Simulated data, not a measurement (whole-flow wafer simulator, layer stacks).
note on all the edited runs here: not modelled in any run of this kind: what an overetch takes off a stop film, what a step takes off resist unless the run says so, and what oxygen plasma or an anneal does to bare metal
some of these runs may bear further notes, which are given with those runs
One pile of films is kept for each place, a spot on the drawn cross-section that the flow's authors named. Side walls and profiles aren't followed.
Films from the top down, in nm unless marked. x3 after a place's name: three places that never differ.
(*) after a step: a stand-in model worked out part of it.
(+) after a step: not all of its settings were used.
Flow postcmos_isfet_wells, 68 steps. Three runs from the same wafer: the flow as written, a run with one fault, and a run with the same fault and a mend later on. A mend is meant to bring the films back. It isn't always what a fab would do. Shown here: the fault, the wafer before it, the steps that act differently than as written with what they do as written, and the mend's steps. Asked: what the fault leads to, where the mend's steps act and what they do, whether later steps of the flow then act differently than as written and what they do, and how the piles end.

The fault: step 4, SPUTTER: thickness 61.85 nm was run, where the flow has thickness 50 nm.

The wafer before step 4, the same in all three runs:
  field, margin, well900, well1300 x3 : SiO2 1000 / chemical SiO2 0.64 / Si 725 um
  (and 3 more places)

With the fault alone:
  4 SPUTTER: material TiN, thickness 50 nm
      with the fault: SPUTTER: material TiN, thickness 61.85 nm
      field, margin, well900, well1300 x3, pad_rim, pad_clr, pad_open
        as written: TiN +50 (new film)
        with the fault: TiN +61.9 (new film)
  Later steps of the flow that act differently than as written (1 more step differs only slightly, by at most 2% or 0.5 nm, whichever is larger, and isn't shown):
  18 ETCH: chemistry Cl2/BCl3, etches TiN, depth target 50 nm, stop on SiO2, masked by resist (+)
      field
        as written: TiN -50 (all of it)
        with the fault: TiN -50
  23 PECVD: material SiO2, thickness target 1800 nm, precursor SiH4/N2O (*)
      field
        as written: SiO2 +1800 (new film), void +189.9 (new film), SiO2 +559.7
        with the fault: SiO2 +1800 (new film), void +190.2 (new film), SiO2 +559.8 (new film)
  At the end the piles differ from the flow's by more than 2% or 0.5 nm, whichever is larger, at field, margin, well900, well1300 x3, pad_rim, pad_clr, pad_open.
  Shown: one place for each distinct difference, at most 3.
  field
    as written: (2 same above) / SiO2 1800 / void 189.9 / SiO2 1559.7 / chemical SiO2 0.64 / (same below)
    with the fault: (2 same above) / SiO2 1800 / void 190.2 / SiO2 559.8 / TiN 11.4 / SiO2 1000 / chemical SiO2 0.64 / (same below)
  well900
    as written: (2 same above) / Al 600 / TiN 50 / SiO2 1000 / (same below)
    with the fault: (2 same above) / Al 600 / TiN 61.9 / SiO2 1000 / (same below)
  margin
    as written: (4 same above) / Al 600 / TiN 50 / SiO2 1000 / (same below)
    with the fault: (4 same above) / Al 600 / TiN 61.9 / SiO2 1000 / (same below)

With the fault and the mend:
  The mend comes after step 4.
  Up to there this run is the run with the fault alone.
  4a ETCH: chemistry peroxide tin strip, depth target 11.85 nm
      field, margin, well900, well1300 x3, pad_rim, pad_clr, pad_open
        TiN -11.9
  No later step of the flow acts differently than as written at any place that is followed.
  At the end the piles are the same as the flow's at every place that both follow.
